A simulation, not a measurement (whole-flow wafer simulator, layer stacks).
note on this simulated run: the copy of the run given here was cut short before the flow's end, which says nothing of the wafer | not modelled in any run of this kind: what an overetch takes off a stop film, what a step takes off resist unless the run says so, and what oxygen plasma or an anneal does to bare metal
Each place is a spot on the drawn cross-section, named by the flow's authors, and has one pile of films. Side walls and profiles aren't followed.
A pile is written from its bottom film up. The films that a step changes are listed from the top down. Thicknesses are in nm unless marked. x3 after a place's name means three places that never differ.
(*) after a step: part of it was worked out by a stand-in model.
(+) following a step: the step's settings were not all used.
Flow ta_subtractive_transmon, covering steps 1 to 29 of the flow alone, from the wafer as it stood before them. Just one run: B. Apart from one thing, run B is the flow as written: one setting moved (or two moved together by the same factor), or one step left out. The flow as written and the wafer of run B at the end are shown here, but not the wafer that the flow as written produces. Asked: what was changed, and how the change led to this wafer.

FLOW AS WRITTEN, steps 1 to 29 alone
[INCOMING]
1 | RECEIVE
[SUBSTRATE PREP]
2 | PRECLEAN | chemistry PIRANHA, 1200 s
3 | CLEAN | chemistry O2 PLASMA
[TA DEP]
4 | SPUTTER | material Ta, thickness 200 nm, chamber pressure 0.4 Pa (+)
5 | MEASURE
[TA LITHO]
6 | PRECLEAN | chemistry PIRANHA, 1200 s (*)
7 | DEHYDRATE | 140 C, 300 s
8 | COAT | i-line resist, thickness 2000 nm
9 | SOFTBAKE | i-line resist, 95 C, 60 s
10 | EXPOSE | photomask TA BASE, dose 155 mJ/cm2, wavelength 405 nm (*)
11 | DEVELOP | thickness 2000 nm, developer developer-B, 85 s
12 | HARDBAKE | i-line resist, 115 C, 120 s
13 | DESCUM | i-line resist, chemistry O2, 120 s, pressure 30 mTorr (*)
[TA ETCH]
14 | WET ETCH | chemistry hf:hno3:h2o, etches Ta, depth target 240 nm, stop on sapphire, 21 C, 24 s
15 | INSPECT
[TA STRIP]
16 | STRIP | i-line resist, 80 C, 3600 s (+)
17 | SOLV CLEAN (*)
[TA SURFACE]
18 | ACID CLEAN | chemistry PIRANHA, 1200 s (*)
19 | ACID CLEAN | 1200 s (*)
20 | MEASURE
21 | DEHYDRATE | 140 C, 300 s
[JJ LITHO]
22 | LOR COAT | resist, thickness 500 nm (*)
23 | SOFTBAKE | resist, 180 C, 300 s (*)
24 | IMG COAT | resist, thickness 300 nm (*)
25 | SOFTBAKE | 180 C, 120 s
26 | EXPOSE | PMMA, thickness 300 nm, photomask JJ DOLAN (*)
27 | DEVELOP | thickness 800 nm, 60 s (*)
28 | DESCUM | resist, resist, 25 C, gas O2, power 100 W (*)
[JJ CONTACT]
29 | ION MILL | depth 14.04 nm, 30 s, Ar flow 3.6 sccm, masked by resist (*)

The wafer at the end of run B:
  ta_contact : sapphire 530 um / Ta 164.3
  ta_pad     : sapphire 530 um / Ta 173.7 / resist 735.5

The reason: step 4, SPUTTER: thickness 174 nm was run, whereas the flow has thickness 200 nm.

How this came from the change, step by step:
  4 | SPUTTER | material Ta, thickness 200 nm, chamber pressure 0.4 Pa (+)
      field x2, jj_line, lead, ta_contact, ta_pad: +174 Ta (new film) (in the flow as written it would be: +200 Ta (new film))
  14 | WET ETCH | chemistry hf:hno3:h2o, etches Ta, depth target 240 nm, stop on sapphire, 21 C, 24 s
      field x2, jj_line, lead: -174 Ta (all of it) (in the flow as written it would be: -200 Ta (all of it))
